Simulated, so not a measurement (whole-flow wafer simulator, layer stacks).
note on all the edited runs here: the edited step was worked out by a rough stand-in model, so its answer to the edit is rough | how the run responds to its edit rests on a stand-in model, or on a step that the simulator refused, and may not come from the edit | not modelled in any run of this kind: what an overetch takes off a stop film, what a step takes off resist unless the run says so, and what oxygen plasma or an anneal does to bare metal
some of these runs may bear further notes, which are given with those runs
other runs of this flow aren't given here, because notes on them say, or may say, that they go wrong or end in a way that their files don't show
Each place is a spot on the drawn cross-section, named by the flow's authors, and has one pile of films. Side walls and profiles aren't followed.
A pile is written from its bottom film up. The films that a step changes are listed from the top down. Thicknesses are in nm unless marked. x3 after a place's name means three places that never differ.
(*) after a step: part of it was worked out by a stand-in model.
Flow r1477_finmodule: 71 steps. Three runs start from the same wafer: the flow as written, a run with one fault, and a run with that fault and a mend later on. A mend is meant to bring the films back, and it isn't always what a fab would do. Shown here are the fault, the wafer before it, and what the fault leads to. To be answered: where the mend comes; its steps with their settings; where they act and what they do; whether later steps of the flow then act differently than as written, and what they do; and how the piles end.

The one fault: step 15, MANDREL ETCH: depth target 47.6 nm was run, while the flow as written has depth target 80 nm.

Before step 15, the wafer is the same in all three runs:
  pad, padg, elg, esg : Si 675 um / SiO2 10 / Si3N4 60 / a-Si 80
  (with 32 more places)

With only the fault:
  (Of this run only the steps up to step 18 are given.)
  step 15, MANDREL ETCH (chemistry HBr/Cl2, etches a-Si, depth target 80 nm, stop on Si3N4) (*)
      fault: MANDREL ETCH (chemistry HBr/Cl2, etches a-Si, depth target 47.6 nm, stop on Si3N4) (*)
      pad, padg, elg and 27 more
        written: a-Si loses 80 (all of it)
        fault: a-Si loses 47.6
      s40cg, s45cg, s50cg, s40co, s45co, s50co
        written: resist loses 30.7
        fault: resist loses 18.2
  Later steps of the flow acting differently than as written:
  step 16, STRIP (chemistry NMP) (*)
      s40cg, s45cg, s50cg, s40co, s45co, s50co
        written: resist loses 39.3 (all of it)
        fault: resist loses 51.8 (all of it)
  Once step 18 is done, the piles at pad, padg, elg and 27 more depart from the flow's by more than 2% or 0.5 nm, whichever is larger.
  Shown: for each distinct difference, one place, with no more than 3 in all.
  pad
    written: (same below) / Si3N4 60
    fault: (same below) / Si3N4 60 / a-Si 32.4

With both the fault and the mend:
  After step 16 comes the mend.
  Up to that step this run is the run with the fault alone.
  step 16a, DEHYDRATE (150 C, 120 s) (a further turn of the flow's step 9)
      leaves every film unchanged at each place that is followed
  step 16b, COAT (resist, thickness 70 nm) (*) (a further turn of the flow's step 10)
      pad, padg, elg and 15 more
        resist gains 70 (new film)
      s40cg, s40co
        resist gains 38.6 (new film)
      s40sg, s40so
        resist gains 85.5 (new film)
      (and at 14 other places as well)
  step 16c, SOFTBAKE (180 C, 180 s) (*) (a further turn of the flow's step 11)
      leaves every film unchanged at each place that is followed
  step 16d, EXPOSE (resist, photomask FIN MANDREL) (a further turn of the flow's step 12)
      leaves every film unchanged at each place that is followed
  step 16e, DEVELOP (*) (a further turn of the flow's step 13)
      pad, padg, elg and 15 more
        resist loses 70 (all of it)
      s40sg, s40so
        resist loses 85.5 (all of it)
      s40sg_line, s40so_line
        resist loses 85.9 (all of it)
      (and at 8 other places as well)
  step 16f, MANDREL ETCH (chemistry HBr/Cl2, etches a-Si, depth target 32.4 nm, stop on Si3N4) (*) (a further turn of the flow's step 15, with different settings)
      pad, padg, elg and 27 more
        a-Si loses 32.4 (all of it)
      s40cg, s45cg, s50cg, s40co, s45co, s50co
        resist loses 12.4
  step 16g, STRIP (chemistry NMP) (*) (a further turn of the flow's step 16)
      s40cg, s40co
        resist loses 26.2 (all of it)
      s45cg, s45co
        resist loses 28.2 (all of it)
      s50cg, s50co
        resist loses 30.2 (all of it)
  Later steps of the flow that are run all act as written at every place that is followed.
  By the end, the piles equal the flow's at every place that both follow.
